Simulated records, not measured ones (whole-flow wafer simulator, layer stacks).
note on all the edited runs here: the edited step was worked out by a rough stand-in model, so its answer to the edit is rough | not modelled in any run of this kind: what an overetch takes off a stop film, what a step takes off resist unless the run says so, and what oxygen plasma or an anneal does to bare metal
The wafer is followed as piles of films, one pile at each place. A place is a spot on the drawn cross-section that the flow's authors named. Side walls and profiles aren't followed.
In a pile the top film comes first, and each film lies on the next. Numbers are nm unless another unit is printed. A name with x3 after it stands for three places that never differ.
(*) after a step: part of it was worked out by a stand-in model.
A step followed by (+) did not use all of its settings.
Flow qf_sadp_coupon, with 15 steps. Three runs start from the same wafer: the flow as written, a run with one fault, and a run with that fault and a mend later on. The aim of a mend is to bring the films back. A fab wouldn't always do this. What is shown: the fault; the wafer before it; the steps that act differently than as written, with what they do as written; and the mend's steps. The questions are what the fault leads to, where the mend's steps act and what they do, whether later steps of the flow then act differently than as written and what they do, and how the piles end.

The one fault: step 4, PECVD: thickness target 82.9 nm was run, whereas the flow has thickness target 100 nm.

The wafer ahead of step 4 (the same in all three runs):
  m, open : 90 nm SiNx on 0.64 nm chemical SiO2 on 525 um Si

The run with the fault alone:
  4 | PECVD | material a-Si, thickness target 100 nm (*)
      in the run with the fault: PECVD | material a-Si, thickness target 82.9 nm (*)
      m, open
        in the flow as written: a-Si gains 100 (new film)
        in the run with the fault: a-Si gains 82.9 (new film)
  Later steps of the flow acting differently than as written:
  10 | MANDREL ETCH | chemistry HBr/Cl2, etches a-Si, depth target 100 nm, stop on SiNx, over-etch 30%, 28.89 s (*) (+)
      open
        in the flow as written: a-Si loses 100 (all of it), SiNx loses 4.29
        in the run with the fault: a-Si loses 82.9 (all of it), SiNx loses 6.73
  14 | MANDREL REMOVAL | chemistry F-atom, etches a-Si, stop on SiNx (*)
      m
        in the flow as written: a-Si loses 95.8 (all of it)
        in the run with the fault: a-Si loses 78.7 (all of it)
  At open, the piles at the end differ from the flow's by more than 2% or 0.5 nm, whichever is larger.
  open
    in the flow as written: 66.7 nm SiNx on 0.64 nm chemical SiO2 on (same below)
    in the run with the fault: 64.2 nm SiNx on 0.64 nm chemical SiO2 on (same below)

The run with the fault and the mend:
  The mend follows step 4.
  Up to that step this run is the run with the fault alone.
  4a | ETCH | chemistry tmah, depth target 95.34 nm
      m, open
        a-Si loses 82.9 (all of it)
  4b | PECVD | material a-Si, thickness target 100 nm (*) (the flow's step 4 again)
      m, open
        a-Si gains 100 (new film)
  None of the later steps of the flow acts differently than as written at any place that is followed.
  The piles end the same as the flow's at every place that both follow.
